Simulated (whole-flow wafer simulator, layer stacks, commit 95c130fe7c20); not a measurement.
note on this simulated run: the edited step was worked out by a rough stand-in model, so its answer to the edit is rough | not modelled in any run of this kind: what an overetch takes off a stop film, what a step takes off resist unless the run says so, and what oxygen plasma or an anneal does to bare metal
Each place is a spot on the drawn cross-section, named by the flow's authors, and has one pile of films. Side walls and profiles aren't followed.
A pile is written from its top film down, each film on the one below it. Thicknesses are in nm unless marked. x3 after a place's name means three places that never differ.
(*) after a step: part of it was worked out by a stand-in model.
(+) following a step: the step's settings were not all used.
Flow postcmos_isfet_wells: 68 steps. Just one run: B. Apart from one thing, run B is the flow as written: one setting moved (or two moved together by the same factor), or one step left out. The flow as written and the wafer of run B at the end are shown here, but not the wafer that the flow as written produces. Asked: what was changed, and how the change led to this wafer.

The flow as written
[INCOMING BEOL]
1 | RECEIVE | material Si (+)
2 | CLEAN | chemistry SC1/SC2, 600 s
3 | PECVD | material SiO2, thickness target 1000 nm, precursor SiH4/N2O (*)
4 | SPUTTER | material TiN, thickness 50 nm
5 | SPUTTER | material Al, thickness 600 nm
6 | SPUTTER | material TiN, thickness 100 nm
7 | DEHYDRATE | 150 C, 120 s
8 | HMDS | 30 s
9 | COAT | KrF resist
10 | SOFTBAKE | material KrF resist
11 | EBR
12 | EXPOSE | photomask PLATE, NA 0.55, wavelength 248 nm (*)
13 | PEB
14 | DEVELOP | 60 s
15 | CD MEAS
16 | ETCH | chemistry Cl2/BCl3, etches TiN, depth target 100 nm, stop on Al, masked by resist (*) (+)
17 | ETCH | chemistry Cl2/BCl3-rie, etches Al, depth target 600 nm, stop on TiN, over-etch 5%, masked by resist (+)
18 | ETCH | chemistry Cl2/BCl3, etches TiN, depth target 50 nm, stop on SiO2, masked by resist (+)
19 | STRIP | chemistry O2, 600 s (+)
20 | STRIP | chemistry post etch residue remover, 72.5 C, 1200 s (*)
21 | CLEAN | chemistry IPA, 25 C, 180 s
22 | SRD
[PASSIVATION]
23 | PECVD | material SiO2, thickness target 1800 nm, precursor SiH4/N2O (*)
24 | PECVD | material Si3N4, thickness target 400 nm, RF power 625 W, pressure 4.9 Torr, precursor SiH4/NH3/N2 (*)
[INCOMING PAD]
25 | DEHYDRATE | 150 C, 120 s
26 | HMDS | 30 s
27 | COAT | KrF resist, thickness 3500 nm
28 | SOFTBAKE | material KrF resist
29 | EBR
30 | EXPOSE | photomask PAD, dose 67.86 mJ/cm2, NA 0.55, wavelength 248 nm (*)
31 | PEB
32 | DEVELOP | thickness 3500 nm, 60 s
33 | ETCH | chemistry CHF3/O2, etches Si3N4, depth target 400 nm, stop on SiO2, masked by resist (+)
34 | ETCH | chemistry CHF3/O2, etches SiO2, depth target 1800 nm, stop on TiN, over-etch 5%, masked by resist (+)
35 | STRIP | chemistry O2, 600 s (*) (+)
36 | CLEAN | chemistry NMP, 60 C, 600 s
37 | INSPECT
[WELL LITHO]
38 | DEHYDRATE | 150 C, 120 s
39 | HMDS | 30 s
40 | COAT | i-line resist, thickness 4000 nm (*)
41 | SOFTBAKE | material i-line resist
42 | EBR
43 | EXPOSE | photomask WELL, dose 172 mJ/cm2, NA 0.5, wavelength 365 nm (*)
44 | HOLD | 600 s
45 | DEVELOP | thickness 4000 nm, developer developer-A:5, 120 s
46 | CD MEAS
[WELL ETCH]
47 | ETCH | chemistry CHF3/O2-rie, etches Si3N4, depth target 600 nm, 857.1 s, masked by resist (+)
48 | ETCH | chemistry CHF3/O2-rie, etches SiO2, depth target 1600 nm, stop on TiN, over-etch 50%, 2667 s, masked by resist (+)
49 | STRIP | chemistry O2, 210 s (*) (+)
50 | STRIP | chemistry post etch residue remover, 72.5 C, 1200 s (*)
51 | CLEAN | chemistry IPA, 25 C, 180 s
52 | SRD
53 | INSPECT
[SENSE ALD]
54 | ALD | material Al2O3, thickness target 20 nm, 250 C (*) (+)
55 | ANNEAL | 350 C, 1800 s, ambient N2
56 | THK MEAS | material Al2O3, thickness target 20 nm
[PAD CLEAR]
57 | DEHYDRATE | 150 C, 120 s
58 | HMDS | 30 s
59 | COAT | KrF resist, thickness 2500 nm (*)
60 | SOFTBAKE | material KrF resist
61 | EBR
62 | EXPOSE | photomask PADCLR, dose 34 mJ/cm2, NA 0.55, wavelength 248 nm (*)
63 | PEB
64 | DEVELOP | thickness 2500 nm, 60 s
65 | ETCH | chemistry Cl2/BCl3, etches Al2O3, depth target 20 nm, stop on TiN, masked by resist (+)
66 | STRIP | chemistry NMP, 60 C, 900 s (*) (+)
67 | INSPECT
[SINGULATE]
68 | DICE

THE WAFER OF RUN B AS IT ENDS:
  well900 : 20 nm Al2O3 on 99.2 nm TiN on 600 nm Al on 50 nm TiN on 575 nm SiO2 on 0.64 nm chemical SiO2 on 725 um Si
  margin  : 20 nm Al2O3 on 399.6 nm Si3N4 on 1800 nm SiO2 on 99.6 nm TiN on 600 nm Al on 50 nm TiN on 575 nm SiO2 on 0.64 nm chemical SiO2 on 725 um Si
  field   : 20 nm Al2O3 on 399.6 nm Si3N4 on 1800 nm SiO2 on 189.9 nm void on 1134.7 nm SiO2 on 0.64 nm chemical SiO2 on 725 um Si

The reason: step 3, PECVD: thickness target 575 nm was run, whereas the flow has thickness target 1000 nm.
One can read it off the wafer: well900 has SiO2 575, and step 3 as written asks for 1000 nm.

Step by step, how the change led to this:
  3 | PECVD | material SiO2, thickness target 1000 nm, precursor SiH4/N2O (*)
      field, margin, well900, well1300 x3, pad_rim, pad_clr, pad_open: SiO2 gains 575 (new film) (it would be, as written: SiO2 gains 1000 (new film))
